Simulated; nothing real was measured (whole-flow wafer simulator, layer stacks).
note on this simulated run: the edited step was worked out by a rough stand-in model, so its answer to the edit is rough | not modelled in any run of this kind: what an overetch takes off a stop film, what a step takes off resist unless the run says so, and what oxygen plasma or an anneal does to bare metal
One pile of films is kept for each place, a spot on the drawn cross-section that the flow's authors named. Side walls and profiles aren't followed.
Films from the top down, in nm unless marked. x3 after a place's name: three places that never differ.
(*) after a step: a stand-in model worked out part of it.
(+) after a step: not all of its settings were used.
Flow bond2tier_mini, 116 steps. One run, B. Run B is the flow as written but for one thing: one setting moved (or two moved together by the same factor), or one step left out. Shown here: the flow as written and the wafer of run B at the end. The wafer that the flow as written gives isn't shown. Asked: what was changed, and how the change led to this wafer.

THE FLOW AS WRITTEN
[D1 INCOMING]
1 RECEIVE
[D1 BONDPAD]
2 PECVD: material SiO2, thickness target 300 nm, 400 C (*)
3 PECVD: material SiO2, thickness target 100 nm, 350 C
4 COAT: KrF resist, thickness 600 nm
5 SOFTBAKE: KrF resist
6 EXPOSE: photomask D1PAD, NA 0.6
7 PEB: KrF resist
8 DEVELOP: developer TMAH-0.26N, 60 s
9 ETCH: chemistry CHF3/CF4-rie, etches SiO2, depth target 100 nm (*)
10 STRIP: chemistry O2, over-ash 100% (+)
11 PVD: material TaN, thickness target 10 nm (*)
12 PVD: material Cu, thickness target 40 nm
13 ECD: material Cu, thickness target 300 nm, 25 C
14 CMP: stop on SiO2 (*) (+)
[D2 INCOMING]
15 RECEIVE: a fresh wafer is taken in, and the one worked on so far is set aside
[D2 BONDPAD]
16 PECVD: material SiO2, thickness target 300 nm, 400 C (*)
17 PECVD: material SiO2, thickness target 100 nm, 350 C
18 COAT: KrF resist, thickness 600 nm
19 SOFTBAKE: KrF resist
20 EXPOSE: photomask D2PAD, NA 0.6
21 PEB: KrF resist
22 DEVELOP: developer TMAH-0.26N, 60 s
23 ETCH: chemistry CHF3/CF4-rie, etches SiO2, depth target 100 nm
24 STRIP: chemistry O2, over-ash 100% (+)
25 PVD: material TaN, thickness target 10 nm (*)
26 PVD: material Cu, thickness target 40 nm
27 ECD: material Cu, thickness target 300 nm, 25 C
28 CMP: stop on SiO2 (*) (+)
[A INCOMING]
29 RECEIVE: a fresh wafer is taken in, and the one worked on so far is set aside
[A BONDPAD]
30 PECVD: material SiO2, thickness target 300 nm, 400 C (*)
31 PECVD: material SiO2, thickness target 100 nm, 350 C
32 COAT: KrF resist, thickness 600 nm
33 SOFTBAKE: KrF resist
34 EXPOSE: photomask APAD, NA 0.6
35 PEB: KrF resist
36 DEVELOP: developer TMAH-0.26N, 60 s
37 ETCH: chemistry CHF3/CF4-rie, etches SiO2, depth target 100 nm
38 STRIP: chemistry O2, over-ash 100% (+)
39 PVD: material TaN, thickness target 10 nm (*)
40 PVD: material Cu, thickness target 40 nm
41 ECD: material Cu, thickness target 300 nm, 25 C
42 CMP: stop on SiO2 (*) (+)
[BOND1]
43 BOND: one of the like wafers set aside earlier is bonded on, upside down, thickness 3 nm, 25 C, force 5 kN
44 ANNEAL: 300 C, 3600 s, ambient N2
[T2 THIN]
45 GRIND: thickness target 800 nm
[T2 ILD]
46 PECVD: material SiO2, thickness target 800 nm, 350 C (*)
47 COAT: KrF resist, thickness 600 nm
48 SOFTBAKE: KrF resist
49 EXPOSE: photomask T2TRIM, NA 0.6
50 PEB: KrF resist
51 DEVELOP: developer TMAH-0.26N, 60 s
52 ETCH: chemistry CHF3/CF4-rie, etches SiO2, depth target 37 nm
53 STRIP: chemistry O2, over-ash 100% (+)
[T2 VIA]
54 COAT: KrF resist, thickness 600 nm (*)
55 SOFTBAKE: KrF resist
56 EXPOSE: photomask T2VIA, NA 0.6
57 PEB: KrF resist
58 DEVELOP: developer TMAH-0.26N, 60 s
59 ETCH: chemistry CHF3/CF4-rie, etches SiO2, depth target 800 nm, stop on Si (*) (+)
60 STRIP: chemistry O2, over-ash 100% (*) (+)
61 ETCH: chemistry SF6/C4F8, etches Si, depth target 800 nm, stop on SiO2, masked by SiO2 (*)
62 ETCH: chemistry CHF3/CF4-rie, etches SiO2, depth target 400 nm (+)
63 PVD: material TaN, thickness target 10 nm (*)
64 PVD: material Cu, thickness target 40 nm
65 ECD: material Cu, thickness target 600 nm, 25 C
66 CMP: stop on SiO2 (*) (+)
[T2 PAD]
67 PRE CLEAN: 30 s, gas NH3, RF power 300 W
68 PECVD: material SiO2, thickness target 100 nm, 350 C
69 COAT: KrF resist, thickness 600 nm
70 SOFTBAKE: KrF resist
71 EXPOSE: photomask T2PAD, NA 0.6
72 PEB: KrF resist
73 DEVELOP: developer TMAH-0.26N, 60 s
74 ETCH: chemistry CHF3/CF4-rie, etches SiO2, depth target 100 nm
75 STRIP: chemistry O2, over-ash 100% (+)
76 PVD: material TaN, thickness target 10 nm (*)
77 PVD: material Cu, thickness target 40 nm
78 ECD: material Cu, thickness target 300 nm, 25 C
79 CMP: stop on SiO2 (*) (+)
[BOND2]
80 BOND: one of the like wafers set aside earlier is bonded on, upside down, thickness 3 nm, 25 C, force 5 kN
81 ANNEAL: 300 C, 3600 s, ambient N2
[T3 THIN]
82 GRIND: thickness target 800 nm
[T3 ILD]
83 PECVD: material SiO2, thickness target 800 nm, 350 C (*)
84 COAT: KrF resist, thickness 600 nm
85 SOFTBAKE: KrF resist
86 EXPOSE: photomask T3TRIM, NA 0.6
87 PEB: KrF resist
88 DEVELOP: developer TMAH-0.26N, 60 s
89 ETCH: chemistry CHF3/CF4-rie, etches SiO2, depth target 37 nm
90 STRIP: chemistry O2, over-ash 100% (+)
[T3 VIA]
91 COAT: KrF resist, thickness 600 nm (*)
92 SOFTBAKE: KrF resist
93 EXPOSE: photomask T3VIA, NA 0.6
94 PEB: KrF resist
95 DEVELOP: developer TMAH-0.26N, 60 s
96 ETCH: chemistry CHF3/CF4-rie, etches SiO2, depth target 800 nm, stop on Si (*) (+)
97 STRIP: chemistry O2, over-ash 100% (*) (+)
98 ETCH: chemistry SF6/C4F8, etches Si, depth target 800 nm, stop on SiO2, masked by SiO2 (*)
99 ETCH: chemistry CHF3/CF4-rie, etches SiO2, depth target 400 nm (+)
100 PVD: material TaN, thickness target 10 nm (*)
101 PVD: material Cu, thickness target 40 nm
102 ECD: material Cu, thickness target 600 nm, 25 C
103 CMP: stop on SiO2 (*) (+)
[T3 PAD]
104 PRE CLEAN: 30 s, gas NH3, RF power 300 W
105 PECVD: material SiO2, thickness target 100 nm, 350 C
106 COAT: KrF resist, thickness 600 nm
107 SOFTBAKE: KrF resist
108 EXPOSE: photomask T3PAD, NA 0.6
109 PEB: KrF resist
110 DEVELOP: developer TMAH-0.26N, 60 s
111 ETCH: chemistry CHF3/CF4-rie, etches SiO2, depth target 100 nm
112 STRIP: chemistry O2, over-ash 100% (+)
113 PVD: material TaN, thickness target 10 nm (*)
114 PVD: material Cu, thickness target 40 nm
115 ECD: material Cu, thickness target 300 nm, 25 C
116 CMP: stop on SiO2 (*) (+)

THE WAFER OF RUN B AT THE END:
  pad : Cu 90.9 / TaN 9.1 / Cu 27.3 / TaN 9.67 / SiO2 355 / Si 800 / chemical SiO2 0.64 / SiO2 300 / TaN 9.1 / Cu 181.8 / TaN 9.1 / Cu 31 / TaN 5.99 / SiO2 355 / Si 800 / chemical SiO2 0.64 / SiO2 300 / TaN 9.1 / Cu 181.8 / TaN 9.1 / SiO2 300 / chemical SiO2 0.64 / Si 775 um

The cause: step 63, PVD: thickness target 6.2 nm was run, where the flow has thickness target 10 nm.

How the change led to this, step by step:
  63 PVD: material TaN, thickness target 10 nm (*)
      field: TaN +6.2 (new film) (as written it would be: TaN +10 (new film))
      pad: TaN +5.99 (new film) (as written it would be: TaN +9.67 (new film))
  66 CMP: stop on SiO2 (*) (+)
      field: Cu -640 (all of it), TaN -6.2 (all of it) (as written it would be: Cu -640 (all of it), TaN -10 (all of it))
